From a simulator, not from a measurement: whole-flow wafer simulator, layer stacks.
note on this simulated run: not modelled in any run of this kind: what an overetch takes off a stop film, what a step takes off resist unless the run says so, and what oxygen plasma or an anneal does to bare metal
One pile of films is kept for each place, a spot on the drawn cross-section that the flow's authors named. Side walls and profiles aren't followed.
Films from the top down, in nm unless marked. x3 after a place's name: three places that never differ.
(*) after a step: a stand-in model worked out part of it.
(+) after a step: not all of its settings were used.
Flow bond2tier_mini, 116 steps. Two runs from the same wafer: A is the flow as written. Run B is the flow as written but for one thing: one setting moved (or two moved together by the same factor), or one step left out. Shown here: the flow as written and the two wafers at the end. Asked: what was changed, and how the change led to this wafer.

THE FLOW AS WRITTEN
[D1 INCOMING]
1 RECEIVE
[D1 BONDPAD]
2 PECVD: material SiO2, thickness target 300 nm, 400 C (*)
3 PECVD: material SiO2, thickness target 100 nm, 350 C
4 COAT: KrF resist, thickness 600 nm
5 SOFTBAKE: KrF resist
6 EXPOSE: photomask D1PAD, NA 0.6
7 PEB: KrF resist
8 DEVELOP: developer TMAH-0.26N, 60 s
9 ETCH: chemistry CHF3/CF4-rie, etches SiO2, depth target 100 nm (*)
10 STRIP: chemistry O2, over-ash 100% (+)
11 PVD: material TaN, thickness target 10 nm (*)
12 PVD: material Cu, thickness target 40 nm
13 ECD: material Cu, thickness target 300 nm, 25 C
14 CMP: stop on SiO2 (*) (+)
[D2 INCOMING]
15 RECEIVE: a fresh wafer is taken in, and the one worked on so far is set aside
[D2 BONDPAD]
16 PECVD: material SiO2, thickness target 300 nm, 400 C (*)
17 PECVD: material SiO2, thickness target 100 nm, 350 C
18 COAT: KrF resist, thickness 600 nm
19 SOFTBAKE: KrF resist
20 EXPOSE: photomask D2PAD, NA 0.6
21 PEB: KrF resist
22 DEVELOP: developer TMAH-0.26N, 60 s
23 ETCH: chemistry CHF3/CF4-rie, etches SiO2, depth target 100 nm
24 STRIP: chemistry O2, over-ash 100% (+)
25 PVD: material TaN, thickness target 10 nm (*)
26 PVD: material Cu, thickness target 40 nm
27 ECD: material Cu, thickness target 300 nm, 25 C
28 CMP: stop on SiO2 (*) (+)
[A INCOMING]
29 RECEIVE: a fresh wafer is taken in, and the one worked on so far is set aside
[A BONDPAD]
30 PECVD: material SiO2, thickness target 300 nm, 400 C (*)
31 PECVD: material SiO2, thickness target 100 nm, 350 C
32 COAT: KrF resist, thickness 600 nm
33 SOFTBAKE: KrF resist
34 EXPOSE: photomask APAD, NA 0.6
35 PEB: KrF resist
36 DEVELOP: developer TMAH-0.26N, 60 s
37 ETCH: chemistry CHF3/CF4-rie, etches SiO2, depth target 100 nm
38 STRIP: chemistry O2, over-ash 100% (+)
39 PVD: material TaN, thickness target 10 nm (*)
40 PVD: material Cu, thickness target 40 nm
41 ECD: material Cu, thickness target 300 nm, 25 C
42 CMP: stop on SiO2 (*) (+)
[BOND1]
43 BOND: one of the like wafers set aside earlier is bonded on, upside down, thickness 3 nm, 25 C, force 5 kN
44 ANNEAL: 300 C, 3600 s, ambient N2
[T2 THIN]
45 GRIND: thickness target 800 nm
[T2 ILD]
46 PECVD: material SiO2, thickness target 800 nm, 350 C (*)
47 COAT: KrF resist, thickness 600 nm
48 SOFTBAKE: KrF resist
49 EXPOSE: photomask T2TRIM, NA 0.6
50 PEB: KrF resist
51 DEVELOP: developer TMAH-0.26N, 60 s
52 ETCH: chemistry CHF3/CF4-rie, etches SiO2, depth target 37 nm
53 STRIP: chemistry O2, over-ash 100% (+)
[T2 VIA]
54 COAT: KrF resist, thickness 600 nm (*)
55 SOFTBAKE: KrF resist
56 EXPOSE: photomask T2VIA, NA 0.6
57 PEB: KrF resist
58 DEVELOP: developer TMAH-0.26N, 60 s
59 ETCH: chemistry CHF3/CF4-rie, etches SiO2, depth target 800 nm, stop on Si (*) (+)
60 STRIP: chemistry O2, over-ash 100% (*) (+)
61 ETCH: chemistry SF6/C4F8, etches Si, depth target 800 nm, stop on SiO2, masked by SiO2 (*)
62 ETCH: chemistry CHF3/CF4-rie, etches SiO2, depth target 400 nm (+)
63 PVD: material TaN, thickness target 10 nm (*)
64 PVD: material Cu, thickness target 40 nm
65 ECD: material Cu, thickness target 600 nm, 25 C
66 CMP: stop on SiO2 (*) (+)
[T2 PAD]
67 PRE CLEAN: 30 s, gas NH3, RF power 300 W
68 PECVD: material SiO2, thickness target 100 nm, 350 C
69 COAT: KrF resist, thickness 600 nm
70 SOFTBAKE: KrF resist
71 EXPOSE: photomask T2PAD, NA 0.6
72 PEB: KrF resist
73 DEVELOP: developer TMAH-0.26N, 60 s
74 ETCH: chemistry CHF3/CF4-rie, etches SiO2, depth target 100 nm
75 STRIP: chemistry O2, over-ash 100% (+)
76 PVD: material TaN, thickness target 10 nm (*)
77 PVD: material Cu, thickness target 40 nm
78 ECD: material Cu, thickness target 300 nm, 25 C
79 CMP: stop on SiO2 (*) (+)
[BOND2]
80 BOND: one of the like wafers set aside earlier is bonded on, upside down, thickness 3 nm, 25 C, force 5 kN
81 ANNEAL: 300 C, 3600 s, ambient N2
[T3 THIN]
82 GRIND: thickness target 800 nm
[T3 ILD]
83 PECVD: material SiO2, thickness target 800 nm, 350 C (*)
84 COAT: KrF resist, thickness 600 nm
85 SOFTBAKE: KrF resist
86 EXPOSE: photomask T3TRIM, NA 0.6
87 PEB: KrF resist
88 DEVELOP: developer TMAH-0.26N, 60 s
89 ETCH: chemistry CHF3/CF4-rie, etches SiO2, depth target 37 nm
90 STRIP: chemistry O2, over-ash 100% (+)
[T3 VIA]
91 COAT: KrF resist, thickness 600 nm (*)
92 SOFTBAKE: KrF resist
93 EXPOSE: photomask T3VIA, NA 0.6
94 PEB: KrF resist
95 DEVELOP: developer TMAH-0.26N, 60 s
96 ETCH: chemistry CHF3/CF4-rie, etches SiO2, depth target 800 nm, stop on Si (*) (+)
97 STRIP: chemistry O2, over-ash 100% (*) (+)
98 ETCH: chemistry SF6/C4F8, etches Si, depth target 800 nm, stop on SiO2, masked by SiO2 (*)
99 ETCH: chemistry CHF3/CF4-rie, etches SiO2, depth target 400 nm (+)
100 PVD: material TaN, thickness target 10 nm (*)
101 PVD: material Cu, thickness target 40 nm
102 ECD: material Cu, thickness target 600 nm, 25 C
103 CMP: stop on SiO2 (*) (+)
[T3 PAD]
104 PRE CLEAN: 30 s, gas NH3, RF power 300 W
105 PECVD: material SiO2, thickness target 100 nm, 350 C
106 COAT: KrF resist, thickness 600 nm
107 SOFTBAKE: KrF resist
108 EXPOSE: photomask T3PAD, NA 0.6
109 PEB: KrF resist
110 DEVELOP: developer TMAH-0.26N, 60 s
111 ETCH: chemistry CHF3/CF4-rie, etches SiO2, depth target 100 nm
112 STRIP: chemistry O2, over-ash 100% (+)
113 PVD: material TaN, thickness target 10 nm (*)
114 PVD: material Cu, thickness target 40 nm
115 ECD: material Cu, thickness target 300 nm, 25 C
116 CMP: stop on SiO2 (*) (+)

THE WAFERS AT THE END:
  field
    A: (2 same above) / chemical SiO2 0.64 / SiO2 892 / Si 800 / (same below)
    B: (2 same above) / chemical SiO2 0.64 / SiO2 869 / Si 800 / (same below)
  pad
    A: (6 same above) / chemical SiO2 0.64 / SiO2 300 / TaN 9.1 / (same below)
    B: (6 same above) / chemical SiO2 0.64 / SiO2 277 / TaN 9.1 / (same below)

The cause: step 17, PECVD: thickness target 77 nm was run, where the flow has thickness target 100 nm.

How the change led to this, step by step:
  17 PECVD: material SiO2, thickness target 100 nm, 350 C
      field, pad, via: A SiO2 +100 | B SiO2 +77
  80 BOND: one of the like wafers set aside earlier is bonded on, upside down, thickness 3 nm, 25 C, force 5 kN
      field: A Si +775 um (new film), chemical SiO2 +0.64 (new film), SiO2 +400 | B Si +775 um (new film), chemical SiO2 +0.64 (new film), SiO2 +377
      pad: A Si +775 um (new film), chemical SiO2 +0.64 (new film), SiO2 +300 (new film), TaN +9.1 (new film), Cu +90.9 | B Si +775 um (new film), chemical SiO2 +0.64 (new film), SiO2 +277 (new film), TaN +9.1 (new film), Cu +90.9
